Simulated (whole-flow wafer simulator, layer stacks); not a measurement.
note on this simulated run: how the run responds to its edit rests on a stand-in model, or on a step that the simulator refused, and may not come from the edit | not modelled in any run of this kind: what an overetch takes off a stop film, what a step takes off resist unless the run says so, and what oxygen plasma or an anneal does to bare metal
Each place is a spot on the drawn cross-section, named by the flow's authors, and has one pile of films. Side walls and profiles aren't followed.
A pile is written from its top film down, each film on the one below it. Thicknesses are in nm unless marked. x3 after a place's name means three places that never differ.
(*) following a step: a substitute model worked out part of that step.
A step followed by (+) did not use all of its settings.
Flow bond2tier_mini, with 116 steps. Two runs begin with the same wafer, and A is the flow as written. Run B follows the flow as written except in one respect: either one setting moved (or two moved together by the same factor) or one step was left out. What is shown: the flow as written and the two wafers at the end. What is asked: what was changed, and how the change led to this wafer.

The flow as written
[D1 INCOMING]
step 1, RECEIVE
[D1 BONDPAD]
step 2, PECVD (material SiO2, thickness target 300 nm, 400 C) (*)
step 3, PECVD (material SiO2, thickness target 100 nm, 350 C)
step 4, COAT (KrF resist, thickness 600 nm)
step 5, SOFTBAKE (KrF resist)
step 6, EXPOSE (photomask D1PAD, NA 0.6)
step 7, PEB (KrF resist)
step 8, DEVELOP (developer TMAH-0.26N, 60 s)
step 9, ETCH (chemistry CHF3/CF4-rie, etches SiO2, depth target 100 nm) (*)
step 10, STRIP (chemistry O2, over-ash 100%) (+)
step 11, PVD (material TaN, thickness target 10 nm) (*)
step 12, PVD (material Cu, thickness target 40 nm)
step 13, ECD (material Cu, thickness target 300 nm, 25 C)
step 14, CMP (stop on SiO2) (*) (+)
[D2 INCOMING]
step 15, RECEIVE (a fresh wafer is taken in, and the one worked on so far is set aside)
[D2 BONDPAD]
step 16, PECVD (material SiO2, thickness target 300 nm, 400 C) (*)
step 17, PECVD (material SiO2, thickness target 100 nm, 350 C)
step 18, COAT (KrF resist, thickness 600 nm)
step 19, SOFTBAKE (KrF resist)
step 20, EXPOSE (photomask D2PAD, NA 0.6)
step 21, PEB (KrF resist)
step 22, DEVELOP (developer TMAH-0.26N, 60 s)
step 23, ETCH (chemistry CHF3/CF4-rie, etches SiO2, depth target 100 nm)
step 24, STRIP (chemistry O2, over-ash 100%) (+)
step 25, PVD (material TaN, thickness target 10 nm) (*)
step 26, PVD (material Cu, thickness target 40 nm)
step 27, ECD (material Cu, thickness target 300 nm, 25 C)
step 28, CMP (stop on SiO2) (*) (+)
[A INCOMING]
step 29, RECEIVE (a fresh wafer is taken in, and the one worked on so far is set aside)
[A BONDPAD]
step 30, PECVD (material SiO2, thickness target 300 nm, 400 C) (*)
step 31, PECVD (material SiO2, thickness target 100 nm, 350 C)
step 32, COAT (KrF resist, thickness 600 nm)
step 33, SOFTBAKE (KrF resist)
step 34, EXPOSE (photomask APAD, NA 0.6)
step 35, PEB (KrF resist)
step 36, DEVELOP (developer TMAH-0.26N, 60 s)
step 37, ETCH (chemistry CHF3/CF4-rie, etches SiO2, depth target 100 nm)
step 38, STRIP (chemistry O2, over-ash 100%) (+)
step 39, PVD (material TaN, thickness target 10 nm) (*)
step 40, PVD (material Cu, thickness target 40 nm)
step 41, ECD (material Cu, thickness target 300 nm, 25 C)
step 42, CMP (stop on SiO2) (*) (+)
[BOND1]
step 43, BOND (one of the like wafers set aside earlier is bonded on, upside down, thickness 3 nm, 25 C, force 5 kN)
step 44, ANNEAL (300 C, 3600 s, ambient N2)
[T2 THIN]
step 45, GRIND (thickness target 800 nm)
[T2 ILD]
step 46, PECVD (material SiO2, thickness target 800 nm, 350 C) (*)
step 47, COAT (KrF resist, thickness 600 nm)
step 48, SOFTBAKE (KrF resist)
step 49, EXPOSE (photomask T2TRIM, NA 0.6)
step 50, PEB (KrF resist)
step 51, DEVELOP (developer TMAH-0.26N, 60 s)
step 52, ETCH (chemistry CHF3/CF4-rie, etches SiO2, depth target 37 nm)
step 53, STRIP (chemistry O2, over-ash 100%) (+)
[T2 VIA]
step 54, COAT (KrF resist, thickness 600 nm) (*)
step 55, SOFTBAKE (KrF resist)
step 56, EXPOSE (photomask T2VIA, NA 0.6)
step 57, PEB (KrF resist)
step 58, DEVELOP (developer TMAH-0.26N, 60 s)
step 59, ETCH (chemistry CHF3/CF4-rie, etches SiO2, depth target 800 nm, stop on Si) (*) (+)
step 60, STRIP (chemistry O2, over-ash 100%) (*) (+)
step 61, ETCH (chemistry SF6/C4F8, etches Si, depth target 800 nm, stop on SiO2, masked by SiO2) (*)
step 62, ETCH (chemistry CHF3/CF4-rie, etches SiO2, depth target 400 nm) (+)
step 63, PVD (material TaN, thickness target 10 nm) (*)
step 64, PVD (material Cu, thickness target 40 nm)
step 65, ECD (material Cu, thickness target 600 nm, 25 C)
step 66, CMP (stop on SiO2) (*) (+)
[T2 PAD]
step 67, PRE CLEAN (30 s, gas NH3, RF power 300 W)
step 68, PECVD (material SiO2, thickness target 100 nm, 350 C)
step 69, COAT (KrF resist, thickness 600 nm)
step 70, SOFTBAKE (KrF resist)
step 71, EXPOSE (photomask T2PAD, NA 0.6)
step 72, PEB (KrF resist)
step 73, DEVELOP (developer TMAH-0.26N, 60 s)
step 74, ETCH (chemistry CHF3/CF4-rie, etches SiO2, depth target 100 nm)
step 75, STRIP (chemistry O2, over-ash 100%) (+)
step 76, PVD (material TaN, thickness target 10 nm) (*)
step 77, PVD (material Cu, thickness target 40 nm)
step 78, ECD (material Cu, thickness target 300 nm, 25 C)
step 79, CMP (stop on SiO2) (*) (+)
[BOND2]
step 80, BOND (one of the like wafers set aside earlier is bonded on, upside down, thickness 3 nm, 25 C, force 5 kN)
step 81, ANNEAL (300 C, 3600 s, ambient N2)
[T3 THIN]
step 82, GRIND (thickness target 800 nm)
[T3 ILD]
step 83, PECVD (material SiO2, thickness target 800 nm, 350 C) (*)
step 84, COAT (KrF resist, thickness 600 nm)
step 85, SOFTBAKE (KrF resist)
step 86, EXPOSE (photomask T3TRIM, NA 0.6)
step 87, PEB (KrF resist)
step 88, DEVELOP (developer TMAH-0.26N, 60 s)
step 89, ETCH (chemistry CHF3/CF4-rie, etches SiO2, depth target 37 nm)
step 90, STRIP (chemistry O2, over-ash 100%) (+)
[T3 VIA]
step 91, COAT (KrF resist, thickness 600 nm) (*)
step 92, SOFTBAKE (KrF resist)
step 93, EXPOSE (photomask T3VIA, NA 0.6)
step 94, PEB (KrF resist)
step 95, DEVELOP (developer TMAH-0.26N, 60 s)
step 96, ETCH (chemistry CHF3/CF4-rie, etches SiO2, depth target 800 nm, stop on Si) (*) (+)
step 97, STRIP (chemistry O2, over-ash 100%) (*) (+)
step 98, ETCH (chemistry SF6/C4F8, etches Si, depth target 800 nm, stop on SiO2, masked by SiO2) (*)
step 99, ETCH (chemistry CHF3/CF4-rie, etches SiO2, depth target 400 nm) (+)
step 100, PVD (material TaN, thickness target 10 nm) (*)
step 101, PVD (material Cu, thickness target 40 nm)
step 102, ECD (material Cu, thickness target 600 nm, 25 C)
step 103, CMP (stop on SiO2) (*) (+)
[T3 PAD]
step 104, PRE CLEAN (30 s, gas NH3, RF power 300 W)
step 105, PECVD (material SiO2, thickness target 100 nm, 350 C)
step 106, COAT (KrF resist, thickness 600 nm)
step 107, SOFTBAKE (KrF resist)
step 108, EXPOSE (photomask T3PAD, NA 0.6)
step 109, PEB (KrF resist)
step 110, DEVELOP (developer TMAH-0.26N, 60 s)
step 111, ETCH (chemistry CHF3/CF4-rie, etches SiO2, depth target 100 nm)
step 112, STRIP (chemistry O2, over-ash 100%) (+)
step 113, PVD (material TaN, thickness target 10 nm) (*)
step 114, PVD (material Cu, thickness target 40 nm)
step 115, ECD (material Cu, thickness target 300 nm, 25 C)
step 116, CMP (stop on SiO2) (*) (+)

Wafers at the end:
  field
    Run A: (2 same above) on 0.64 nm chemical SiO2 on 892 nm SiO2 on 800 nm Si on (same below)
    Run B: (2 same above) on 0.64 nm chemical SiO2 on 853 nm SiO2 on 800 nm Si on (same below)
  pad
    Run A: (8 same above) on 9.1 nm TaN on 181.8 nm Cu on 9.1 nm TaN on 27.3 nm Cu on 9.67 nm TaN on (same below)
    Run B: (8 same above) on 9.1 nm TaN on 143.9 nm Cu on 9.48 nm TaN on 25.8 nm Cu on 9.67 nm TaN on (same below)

What caused this: step 68, PECVD: thickness target 61 nm was run, while the flow as written has thickness target 100 nm.

How this came from the change, step by step:
  step 68, PECVD (material SiO2, thickness target 100 nm, 350 C)
      field: A +100 SiO2 | B +61 SiO2
      pad: A +100 SiO2 (new film) | B +61 SiO2 (new film)
  step 74, ETCH (chemistry CHF3/CF4-rie, etches SiO2, depth target 100 nm)
      pad: A -100 SiO2 (all of it) | B -61 SiO2 (all of it), -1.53 Cu
      field: A -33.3 KrF resist | B -30.5 KrF resist
  step 77, PVD (material Cu, thickness target 40 nm)
      pad: A +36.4 Cu (new film) | B +37.7 Cu (new film)
  step 78, ECD (material Cu, thickness target 300 nm, 25 C)
      pad: A +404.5 Cu | B +365.3 Cu
